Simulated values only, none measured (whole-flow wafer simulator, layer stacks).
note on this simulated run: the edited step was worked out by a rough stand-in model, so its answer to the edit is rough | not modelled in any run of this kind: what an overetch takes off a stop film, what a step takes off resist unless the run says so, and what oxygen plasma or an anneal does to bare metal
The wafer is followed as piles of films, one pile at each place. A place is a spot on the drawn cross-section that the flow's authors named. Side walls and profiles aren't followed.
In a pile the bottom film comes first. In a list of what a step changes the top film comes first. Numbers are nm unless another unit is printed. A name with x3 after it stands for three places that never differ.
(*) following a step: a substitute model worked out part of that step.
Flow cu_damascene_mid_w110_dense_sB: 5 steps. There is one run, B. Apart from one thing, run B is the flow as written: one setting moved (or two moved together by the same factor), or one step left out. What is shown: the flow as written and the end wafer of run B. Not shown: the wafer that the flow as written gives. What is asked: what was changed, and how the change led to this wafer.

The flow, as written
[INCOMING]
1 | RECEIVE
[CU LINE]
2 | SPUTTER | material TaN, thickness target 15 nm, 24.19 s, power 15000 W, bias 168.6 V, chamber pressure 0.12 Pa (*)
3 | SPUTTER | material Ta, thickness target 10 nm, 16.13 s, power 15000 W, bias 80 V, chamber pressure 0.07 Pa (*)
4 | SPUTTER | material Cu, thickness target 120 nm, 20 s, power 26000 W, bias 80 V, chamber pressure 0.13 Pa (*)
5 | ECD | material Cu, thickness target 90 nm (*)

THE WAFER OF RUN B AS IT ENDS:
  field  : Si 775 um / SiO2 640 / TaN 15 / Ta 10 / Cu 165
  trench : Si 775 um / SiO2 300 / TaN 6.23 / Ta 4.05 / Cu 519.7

The reason: step 5, ECD: thickness target 45 nm was run, though the flow has thickness target 90 nm.

How this came from the change, step by step:
  5 | ECD | material Cu, thickness target 90 nm (*)
      field: +45 Cu (in the flow as written it would be: +90 Cu)
      trench: +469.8 Cu (in the flow as written it would be: +514.8 Cu)
